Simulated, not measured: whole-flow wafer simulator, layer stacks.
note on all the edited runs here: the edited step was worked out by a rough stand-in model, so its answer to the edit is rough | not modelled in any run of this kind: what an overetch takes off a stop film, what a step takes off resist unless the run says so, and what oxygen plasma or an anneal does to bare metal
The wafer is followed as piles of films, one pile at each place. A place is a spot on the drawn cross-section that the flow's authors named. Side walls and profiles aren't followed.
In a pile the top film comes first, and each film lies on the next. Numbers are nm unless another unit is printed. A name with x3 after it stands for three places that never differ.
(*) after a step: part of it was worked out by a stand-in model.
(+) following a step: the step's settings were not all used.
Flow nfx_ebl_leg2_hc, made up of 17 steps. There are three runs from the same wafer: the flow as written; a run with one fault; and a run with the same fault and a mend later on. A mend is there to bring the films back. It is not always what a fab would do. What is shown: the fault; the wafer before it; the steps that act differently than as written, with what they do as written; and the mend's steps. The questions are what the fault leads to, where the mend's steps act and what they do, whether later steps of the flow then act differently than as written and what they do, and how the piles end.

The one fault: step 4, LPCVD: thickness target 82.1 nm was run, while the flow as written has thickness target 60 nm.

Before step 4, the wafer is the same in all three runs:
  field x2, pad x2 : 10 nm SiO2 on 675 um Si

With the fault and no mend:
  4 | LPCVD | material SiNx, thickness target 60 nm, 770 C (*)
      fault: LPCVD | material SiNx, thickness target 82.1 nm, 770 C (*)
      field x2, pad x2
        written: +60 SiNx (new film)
        fault: +82.1 SiNx (new film)
  Steps later in the flow that act otherwise than as written:
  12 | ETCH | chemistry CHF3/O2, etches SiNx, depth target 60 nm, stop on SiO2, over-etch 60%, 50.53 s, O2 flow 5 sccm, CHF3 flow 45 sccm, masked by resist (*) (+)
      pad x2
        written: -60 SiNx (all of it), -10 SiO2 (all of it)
        fault: -82.1 SiNx (all of it), -6.95 SiO2
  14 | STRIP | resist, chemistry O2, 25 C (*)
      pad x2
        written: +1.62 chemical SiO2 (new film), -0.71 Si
        fault: nothing
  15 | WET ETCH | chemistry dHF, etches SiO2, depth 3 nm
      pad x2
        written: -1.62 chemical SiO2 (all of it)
        fault: -3.05 SiO2 (all of it)
  By the end, the piles at field x2 depart from the flow's by more than 2% or 0.5 nm, whichever is larger.
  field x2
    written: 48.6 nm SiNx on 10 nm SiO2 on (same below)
    fault: 70.7 nm SiNx on 10 nm SiO2 on (same below)

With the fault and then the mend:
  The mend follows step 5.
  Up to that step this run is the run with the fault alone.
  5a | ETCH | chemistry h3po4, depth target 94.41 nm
      field x2, pad x2
        -82.1 SiNx (all of it)
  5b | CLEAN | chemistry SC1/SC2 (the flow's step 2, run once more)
      alters no film at any place that is followed
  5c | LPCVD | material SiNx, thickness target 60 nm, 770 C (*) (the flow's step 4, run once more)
      field x2, pad x2
        +60 SiNx (new film)
  None of the later steps of the flow acts differently than as written at any place that is followed.
  The piles end the same as the flow's at every place that both follow.
